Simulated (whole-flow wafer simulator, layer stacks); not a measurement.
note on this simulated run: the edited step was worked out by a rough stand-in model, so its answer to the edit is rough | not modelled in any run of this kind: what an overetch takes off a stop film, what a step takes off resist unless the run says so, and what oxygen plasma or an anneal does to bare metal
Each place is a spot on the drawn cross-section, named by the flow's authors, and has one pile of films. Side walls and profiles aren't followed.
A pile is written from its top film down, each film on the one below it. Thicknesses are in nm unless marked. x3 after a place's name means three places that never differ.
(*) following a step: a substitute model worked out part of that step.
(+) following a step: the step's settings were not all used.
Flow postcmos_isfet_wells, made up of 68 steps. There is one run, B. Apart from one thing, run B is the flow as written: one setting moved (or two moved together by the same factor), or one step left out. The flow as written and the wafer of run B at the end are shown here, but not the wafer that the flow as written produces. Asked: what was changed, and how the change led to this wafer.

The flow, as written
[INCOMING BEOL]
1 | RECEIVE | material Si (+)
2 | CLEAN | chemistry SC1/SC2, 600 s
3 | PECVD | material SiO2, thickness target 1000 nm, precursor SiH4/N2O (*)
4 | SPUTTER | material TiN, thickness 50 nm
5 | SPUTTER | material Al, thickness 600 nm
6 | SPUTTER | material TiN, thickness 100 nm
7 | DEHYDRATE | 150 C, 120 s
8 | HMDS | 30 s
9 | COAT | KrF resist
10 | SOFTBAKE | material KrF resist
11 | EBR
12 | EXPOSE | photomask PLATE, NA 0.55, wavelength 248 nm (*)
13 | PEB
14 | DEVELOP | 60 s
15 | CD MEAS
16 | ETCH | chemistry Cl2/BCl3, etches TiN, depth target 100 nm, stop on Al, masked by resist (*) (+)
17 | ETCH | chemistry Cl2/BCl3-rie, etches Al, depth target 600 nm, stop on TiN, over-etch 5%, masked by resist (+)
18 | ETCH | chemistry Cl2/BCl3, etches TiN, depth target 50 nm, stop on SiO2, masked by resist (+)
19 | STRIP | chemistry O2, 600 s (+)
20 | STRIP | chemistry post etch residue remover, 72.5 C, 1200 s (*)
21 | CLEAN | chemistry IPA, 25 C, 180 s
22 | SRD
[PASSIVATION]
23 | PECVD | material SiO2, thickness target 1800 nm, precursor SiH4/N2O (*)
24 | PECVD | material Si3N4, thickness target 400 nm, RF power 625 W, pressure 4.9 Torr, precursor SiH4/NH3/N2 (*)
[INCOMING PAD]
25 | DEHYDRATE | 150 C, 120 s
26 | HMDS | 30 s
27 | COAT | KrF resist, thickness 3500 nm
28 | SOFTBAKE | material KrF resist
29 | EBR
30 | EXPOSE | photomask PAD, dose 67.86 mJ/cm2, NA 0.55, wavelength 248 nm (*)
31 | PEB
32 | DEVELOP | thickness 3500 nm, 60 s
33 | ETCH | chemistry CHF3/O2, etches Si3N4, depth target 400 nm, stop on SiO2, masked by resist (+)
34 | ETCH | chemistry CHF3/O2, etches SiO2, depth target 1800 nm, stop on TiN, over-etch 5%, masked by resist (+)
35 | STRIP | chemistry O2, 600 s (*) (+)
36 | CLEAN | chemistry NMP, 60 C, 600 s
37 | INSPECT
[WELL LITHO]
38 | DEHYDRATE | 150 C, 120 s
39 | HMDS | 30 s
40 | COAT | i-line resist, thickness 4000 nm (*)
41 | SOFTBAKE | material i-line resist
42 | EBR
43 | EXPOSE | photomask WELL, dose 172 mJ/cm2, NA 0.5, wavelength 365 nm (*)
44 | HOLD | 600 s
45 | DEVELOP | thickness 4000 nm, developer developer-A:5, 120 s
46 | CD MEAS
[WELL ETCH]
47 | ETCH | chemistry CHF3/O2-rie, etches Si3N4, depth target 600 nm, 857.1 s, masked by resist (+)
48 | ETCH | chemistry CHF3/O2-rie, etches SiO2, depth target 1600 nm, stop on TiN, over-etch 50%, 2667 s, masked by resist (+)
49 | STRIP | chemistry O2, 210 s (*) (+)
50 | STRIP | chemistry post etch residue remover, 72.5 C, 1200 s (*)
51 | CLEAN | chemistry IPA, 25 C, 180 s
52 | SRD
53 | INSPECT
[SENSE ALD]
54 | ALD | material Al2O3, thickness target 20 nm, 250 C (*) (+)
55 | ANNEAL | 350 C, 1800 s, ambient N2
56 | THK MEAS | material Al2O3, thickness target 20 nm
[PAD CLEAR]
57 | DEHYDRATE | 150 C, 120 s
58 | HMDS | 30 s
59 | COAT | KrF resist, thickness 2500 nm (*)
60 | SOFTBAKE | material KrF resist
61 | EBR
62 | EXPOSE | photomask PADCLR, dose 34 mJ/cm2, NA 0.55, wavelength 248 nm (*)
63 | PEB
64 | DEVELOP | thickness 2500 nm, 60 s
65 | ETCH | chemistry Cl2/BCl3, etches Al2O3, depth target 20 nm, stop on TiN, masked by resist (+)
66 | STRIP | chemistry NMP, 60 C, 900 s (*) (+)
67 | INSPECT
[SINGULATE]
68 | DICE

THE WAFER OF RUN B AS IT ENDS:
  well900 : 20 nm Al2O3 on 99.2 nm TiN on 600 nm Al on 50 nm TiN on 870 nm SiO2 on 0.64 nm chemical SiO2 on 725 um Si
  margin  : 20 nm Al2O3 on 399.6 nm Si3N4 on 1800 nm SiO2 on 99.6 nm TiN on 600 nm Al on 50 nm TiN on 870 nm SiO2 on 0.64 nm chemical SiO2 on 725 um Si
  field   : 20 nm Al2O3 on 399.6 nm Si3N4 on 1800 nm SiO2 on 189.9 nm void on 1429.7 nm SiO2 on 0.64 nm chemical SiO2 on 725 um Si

The reason: step 3, PECVD: thickness target 870 nm was run, while the flow as written has thickness target 1000 nm.
The wafer lets one read it off: well900 has SiO2 870, and step 3 as written asks for 1000 nm.

Step by step, how the change led to this:
  3 | PECVD | material SiO2, thickness target 1000 nm, precursor SiH4/N2O (*)
      field, margin, well900, well1300 x3, pad_rim, pad_clr, pad_open: SiO2 gains 870 (new film) (in the flow as written it would be: SiO2 gains 1000 (new film))
